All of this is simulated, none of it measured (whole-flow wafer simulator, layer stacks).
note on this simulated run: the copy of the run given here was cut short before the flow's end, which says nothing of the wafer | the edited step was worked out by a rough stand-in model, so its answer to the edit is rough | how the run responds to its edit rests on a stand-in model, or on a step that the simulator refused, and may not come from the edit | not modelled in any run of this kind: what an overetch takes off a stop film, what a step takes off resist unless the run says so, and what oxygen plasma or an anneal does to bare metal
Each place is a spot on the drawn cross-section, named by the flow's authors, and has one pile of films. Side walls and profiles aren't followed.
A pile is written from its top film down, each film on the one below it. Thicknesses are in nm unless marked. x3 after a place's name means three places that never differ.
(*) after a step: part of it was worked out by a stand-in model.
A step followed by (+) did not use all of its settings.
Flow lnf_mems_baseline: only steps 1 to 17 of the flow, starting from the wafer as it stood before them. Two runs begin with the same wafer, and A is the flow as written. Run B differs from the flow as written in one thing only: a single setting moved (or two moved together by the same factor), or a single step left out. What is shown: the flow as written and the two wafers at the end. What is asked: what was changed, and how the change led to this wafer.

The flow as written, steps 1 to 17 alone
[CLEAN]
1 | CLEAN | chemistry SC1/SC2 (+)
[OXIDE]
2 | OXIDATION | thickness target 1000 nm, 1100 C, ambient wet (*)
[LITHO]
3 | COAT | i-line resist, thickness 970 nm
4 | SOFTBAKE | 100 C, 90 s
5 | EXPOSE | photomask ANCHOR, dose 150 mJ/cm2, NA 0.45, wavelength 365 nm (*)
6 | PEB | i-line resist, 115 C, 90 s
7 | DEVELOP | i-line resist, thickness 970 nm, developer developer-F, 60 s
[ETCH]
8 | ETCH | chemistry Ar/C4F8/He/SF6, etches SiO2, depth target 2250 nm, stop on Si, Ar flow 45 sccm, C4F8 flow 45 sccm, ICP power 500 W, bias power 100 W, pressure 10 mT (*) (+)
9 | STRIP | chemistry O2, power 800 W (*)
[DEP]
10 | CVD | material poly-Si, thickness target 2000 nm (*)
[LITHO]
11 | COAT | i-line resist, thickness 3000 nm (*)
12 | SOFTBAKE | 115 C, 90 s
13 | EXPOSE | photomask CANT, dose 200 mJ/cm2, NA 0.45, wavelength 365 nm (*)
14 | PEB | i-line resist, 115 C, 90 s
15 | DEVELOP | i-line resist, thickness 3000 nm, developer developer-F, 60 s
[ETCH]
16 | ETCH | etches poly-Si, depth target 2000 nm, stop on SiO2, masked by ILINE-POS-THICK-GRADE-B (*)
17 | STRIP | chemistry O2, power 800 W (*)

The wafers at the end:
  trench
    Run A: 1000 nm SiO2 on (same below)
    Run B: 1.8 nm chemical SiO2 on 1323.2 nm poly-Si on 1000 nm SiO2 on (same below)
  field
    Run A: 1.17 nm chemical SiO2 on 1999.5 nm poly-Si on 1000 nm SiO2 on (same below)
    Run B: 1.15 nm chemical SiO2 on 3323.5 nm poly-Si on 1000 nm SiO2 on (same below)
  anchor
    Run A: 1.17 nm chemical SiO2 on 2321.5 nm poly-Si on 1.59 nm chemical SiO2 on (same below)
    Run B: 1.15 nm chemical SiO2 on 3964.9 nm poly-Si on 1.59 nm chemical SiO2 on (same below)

The reason: step 10, CVD: thickness target 3324 nm was run, whereas the flow has thickness target 2000 nm.

Step by step, how the change led to this:
  10 | CVD | material poly-Si, thickness target 2000 nm (*)
      field, beam, trench, char_slit: A +2000 poly-Si (new film) | B +3324 poly-Si (new film)
      anchor: A +2322 poly-Si (new film) | B +3965.4 poly-Si (new film)
  11 | COAT | i-line resist, thickness 3000 nm (*)
      anchor: A +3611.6 i-line resist (new film) | B +3311.6 i-line resist (new film)
  12 | SOFTBAKE | 115 C, 90 s
      field: A -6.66 i-line resist | B -4.81 i-line resist
      anchor: A +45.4 i-line resist | B +31.6 i-line resist
      (as well as at 2 more places)
  14 | PEB | i-line resist, 115 C, 90 s
      anchor: A -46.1 i-line resist | B -40.6 i-line resist
  16 | ETCH | etches poly-Si, depth target 2000 nm, stop on SiO2, masked by ILINE-POS-THICK-GRADE-B (*)
      trench, char_slit: A -2000 poly-Si (all of it) | B -2000 poly-Si
  17 | STRIP | chemistry O2, power 800 W (*)
      trench, char_slit: A nothing | B +1.8 chemical SiO2 (new film), -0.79 poly-Si
      anchor: A +1.17 chemical SiO2 (new film), -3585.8 i-line resist (all of it), -0.52 poly-Si | B +1.15 chemical SiO2 (new film), -3277.6 i-line resist (all of it), -0.5 poly-Si
